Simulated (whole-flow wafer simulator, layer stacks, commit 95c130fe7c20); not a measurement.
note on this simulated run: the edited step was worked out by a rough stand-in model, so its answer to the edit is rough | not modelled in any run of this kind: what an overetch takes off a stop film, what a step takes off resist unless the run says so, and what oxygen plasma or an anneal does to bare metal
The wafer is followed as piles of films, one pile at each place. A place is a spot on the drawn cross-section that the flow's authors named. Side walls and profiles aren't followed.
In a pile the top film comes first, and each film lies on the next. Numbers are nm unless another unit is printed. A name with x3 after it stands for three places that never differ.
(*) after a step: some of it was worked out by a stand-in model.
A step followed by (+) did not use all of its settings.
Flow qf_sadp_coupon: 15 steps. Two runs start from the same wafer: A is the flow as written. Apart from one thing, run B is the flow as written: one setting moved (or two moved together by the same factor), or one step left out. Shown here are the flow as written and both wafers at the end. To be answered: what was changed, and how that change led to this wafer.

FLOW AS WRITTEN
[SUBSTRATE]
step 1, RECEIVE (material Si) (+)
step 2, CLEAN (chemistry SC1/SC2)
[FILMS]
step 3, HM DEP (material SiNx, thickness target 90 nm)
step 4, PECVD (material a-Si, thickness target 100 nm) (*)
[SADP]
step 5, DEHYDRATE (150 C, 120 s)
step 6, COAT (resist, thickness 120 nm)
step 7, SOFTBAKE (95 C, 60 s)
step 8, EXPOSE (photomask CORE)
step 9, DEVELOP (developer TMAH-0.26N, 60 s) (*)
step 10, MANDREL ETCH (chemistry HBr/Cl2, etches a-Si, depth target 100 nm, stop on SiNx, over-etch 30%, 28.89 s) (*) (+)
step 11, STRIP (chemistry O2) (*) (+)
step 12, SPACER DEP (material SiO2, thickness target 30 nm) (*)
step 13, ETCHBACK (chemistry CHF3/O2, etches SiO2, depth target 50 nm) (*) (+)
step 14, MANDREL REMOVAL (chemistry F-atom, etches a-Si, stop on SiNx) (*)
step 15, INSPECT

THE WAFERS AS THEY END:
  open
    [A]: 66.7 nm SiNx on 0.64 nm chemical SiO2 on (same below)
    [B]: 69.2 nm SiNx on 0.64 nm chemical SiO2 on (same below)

What caused this: step 10, MANDREL ETCH: over-etch 12% was run, though the flow has over-etch 30%.

The path from the change to this, step by step:
  step 10, MANDREL ETCH (chemistry HBr/Cl2, etches a-Si, depth target 100 nm, stop on SiNx, over-etch 30%, 28.89 s) (*) (+)
      m: A -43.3 resist | B -37.3 resist
      open: A -100 a-Si (all of it), -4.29 SiNx | B -100 a-Si (all of it), -1.71 SiNx
  step 11, STRIP (chemistry O2) (*) (+)
      m: A +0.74 chemical SiO2 (new film), -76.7 resist (all of it), -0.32 a-Si | B +0.73 chemical SiO2 (new film), -82.7 resist (all of it), -0.32 a-Si
